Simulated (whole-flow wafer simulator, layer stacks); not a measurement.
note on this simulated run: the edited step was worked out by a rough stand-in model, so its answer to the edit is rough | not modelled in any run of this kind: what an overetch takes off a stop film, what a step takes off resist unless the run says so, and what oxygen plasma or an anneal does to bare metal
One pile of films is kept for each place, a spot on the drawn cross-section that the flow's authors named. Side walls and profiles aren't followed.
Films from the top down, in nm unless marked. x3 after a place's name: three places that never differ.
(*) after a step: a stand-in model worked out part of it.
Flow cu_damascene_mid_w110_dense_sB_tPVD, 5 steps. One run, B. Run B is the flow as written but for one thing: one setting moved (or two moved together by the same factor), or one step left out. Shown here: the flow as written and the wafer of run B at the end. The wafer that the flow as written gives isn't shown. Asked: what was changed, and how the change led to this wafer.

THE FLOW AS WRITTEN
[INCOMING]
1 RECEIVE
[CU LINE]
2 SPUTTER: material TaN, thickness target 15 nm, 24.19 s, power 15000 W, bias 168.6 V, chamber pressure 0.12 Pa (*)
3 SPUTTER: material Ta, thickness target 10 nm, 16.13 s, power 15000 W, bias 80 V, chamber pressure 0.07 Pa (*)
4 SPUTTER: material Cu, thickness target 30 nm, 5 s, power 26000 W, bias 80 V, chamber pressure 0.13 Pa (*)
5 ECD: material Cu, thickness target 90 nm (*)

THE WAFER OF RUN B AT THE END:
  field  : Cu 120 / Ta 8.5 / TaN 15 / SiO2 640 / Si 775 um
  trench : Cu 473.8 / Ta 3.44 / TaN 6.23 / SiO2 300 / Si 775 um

The cause: step 3, SPUTTER: thickness target 8.5 nm was run, where the flow has thickness target 10 nm; step 3, SPUTTER: 13.71 s was run, where the flow has 16.13 s.
It can be read off the wafer: field has Ta 8.5, and step 3 as written asks for 10 nm.

How the change led to this, step by step:
  3 SPUTTER: material Ta, thickness target 10 nm, 16.13 s, power 15000 W, bias 80 V, chamber pressure 0.07 Pa (*)
      field: Ta +8.5 (new film) (as written it would be: Ta +10 (new film))
      trench: Ta +3.44 (new film) (as written it would be: Ta +4.05 (new film))
